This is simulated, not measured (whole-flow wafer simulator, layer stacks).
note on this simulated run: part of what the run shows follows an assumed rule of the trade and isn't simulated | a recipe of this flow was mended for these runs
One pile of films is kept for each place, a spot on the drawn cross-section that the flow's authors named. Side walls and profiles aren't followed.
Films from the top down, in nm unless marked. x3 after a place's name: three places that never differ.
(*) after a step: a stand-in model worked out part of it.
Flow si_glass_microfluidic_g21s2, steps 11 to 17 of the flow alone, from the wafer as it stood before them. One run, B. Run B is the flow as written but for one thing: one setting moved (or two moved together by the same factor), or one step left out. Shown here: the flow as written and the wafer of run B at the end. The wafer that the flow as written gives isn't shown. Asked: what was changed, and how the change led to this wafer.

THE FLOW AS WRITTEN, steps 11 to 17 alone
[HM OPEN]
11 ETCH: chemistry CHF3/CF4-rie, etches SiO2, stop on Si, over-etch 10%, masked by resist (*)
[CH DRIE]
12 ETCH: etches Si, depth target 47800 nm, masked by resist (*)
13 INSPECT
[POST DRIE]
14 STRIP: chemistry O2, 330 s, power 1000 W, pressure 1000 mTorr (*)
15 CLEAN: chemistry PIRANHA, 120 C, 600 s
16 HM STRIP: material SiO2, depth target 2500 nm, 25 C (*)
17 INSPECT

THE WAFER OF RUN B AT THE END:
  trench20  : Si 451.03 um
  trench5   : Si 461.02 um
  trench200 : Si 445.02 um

The cause: step 11, ETCH: over-etch 4% was run, where the flow has over-etch 10%.

How the change led to this, step by step:
  11 ETCH: chemistry CHF3/CF4-rie, etches SiO2, stop on Si, over-etch 10%, masked by resist (*)
      trench20, trench5, trench200: SiO2 -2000 (all of it), Si -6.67 (as written it would be: SiO2 -2000 (all of it), Si -16.7)
      land: thick-i-line-resist -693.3 (as written it would be: thick-i-line-resist -733.3)
  12 ETCH: etches Si, depth target 47800 nm, masked by resist (*)
      trench5: Si -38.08 um (as written it would be: Si -38.09 um)
